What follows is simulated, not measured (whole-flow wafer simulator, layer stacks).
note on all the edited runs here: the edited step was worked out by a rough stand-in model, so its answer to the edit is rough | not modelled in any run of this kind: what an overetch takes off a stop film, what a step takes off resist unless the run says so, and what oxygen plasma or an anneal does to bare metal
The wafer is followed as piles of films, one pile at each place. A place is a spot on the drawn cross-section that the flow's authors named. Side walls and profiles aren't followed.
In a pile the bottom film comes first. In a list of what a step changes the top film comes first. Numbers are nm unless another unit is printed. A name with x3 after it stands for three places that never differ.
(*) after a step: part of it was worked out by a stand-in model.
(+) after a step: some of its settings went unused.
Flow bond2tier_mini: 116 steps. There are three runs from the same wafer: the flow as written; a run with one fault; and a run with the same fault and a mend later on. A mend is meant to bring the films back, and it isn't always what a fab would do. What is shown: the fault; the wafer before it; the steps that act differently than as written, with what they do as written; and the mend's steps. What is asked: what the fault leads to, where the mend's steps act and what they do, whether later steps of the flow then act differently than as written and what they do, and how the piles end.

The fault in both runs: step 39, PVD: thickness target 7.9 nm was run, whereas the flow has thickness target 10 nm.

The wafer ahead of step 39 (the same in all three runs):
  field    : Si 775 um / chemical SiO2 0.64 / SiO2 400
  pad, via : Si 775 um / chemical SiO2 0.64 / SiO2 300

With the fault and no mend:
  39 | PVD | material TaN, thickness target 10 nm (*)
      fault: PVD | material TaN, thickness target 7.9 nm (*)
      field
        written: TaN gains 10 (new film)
        fault: TaN gains 7.9 (new film)
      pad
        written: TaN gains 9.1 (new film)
        fault: TaN gains 7.19 (new film)
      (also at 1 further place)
  Steps further on in the flow that do not act as written (1 other step is not shown; it differs only slightly, by no more than 2% or 0.5 nm, whichever is larger):
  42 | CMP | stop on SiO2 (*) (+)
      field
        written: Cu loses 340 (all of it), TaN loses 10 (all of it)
        fault: Cu loses 340 (all of it), TaN loses 7.9 (all of it)
  By the end, the piles at pad depart from the flow's by more than 2% or 0.5 nm, whichever is larger.
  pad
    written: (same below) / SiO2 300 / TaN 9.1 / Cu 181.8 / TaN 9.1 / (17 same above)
    fault: (same below) / SiO2 300 / TaN 7.19 / Cu 183.7 / TaN 9.1 / (17 same above)

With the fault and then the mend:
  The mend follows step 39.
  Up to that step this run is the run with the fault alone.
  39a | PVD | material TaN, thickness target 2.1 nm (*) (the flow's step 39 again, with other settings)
      field
        TaN gains 2.1
      pad
        TaN gains 1.91
      via
        TaN gains 2.09
  None of the later steps of the flow acts differently than as written at any place that is followed.
  The piles end the same as the flow's at every place that both follow.
